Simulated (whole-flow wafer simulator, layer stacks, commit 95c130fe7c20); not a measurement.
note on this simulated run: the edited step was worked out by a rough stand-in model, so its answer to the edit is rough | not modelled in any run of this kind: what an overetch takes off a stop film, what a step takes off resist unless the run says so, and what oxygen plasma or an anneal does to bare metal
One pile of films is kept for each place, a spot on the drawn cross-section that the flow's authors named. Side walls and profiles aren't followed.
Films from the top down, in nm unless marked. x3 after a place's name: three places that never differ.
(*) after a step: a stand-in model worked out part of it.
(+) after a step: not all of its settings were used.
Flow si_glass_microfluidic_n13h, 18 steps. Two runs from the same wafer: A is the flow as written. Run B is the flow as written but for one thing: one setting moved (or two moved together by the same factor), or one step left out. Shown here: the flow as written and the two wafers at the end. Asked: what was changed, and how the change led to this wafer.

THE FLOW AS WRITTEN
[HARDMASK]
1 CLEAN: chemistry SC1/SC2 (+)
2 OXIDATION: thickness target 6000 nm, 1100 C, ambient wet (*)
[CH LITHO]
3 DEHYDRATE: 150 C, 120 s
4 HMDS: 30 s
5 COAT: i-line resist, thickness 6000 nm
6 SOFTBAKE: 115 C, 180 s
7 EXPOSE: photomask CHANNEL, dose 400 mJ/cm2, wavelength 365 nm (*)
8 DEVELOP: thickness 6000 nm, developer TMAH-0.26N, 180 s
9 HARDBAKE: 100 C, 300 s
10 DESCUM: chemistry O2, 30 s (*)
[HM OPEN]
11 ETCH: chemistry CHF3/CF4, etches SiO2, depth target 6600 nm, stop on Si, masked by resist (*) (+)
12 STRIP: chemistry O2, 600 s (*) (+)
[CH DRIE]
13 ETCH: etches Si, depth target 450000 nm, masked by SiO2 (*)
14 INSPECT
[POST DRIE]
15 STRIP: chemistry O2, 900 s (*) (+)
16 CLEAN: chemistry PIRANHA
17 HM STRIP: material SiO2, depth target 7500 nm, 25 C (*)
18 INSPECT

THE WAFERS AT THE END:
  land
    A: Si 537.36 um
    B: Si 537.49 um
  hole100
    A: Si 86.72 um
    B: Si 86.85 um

The cause: step 2, OXIDATION: thickness target 5700 nm was run, where the flow has thickness target 6000 nm.

How the change led to this, step by step:
  2 OXIDATION: thickness target 6000 nm, 1100 C, ambient wet (*)
      land, hole100: A SiO2 +6000 (new film), chemical SiO2 -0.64 (all of it), Si -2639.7 | B SiO2 +5700 (new film), chemical SiO2 -0.64 (all of it), Si -2507.7
  11 ETCH: chemistry CHF3/CF4, etches SiO2, depth target 6600 nm, stop on Si, masked by resist (*) (+)
      hole100: A SiO2 -6000 (all of it) | B SiO2 -5700 (all of it)
  17 HM STRIP: material SiO2, depth target 7500 nm, 25 C (*)
      land: A SiO2 -2995.7 (all of it) | B SiO2 -2695.7 (all of it)
